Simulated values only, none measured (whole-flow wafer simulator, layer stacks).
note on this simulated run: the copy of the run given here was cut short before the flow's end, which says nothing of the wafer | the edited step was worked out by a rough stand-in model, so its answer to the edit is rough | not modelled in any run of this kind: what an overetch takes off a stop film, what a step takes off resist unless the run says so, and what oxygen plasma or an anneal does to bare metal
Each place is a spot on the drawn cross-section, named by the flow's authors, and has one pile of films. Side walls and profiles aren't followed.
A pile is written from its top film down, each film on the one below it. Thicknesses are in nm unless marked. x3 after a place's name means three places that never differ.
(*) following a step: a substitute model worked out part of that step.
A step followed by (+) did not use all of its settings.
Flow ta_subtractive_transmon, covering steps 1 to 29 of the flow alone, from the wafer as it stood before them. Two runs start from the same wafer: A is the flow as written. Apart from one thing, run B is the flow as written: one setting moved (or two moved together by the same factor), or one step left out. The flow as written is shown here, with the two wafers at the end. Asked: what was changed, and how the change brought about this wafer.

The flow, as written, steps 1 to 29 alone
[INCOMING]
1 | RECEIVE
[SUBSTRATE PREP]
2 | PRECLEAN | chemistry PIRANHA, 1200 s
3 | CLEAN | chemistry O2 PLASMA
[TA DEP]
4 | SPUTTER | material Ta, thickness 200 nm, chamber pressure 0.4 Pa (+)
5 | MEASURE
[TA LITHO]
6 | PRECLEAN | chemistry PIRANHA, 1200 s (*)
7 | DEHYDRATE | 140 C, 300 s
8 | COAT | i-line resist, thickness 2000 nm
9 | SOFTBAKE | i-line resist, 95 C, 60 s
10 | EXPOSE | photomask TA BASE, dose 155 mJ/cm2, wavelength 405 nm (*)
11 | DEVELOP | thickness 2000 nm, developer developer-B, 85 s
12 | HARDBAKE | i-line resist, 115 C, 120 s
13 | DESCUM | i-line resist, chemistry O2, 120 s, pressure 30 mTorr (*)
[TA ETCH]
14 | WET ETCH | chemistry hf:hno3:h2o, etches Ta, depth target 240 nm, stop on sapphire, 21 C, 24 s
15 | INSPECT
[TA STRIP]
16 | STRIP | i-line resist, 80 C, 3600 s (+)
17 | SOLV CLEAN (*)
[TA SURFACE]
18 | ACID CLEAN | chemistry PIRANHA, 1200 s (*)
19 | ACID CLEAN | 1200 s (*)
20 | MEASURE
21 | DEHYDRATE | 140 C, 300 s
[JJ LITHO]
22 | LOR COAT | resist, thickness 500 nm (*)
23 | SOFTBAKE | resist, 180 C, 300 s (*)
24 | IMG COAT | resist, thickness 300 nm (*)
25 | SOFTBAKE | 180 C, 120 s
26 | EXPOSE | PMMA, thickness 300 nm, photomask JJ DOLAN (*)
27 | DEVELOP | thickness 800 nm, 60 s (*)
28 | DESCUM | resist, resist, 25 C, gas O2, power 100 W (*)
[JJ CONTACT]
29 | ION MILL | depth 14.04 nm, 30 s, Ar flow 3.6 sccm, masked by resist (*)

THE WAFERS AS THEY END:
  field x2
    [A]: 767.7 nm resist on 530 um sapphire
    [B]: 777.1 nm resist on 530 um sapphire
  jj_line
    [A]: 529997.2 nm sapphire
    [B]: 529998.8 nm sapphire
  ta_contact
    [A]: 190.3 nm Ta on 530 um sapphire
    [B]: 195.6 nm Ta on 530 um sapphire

The reason: step 29, ION MILL: depth 6.176 nm was run, whereas the flow has depth 14.04 nm; step 29, ION MILL: 13.2 s was run, where the flow has 30 s.

How this came from the change, step by step:
  29 | ION MILL | depth 14.04 nm, 30 s, Ar flow 3.6 sccm, masked by resist (*)
      field x2, ta_pad: A resist loses 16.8 | B resist loses 7.39
      jj_line, lead: A sapphire loses 2.8 | B sapphire loses 1.23
      (and at 1 other place as well)
